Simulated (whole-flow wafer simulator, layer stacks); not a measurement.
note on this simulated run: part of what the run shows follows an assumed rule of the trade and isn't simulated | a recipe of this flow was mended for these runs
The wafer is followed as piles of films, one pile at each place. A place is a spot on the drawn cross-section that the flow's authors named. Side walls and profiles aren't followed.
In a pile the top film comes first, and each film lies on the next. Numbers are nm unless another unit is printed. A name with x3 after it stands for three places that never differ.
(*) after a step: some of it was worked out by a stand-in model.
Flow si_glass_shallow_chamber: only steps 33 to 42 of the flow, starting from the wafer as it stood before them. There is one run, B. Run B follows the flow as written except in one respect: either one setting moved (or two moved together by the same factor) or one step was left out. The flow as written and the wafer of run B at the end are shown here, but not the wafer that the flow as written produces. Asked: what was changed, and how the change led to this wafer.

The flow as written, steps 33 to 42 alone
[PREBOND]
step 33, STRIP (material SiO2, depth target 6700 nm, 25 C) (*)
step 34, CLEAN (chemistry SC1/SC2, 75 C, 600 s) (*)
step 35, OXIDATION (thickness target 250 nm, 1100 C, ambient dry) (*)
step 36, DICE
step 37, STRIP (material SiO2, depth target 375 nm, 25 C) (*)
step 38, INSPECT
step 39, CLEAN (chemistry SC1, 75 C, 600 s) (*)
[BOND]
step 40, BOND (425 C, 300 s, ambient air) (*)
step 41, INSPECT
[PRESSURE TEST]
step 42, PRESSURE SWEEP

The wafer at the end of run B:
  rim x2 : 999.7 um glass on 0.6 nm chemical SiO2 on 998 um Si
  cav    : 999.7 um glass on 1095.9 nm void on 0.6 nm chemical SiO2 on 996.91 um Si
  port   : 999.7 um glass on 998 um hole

What caused this: step 35, OXIDATION: thickness target 387.5 nm was run, while the flow as written has thickness target 250 nm.

The path from the change to this, step by step:
  step 35, OXIDATION (thickness target 250 nm, 1100 C, ambient dry) (*)
      rim x2, cav, septum, ring: +387.5 SiO2 (new film), -0.6 chemical SiO2 (all of it), -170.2 Si (in the flow as written it would be: +250 SiO2 (new film), -0.6 chemical SiO2 (all of it), -109.7 Si)
  step 37, STRIP (material SiO2, depth target 375 nm, 25 C) (*)
      rim x2, cav, septum, ring: -387.5 SiO2 (all of it) (in the flow as written it would be: -250 SiO2 (all of it))
  step 40, BOND (425 C, 300 s, ambient air) (*)
      port: +999.7 um glass (new film), +956.8 hole (in the flow as written it would be: +999.7 um glass (new film), +1017.3 hole)
